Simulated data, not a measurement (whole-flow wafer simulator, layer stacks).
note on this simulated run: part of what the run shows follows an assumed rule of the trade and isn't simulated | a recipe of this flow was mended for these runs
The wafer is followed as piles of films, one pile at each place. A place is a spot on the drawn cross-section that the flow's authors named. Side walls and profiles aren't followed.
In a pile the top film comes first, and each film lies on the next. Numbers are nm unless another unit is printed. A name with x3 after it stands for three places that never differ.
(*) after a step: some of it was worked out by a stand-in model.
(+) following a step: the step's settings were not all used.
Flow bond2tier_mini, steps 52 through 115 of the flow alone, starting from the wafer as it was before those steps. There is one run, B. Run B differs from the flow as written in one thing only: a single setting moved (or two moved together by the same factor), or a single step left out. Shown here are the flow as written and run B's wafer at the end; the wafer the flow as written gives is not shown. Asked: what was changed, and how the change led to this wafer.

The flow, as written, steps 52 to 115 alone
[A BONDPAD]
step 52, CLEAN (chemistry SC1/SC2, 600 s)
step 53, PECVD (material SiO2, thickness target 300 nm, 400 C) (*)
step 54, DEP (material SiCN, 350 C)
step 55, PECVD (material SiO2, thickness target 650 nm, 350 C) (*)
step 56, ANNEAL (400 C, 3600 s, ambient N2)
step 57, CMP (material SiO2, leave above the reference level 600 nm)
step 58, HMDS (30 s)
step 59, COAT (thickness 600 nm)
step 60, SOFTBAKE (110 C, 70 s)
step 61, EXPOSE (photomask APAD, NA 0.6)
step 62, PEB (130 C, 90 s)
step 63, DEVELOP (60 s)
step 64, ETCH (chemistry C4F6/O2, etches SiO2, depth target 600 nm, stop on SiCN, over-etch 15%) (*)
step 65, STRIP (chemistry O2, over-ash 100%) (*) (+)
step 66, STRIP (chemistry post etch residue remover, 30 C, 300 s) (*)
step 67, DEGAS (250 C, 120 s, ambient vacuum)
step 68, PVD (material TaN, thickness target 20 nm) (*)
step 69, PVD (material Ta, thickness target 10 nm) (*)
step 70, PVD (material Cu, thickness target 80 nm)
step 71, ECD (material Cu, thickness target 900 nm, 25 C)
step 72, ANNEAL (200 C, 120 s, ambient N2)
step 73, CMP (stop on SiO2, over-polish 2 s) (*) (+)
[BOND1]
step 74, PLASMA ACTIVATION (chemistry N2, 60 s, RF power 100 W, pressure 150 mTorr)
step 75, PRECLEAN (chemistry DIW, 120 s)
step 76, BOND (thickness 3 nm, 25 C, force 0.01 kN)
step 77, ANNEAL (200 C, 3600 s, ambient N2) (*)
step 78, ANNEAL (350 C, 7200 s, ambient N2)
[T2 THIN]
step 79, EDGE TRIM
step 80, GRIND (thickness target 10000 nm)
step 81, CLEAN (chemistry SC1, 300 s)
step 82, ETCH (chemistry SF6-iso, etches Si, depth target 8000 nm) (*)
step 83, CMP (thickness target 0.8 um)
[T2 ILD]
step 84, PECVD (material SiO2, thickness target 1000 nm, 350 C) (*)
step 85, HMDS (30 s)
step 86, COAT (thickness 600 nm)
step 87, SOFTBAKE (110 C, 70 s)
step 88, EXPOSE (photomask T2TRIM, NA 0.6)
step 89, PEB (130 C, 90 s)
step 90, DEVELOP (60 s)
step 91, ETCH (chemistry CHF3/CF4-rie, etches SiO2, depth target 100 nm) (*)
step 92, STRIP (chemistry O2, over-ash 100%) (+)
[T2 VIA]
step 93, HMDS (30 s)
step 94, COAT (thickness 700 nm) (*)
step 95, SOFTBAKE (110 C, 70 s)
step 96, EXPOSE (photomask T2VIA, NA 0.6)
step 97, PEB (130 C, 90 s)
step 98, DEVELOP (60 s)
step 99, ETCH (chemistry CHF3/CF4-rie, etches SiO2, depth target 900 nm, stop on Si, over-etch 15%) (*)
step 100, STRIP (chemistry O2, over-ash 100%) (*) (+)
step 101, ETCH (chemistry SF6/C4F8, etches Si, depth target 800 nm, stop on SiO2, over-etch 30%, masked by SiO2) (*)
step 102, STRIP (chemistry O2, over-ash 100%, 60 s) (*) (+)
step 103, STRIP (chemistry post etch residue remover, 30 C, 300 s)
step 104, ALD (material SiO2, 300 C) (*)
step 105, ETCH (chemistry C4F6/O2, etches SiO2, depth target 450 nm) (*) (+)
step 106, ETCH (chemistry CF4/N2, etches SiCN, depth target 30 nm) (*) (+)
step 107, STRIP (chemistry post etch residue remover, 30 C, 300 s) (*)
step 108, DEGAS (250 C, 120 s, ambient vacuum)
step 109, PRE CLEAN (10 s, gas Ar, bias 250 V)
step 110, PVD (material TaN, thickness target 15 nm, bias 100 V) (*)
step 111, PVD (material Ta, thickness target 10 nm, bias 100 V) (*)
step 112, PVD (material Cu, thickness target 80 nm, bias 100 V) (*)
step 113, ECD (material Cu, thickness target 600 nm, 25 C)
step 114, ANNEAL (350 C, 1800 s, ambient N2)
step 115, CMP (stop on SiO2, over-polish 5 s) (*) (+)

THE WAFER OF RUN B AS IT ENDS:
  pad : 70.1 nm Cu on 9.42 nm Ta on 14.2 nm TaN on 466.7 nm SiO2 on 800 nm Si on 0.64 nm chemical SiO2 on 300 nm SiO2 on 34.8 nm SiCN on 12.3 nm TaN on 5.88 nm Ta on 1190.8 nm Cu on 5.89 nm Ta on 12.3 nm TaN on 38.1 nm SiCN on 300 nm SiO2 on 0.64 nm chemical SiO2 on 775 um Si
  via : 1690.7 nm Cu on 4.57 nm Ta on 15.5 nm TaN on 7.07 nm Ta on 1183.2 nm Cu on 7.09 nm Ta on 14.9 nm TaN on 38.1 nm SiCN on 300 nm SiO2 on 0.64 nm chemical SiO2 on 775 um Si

The reason: step 64, ETCH: over-etch 11.8% was run, though the flow has over-etch 15%.

Step by step, how the change led to this:
  step 64, ETCH (chemistry C4F6/O2, etches SiO2, depth target 600 nm, stop on SiCN, over-etch 15%) (*)
      pad, via: SiO2 loses 600 (all of it), SiCN loses 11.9 (it would be, as written: SiO2 loses 600 (all of it), SiCN loses 15.2)
      field: thick-KrF-resist loses 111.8 (it would be, as written: thick-KrF-resist loses 115)
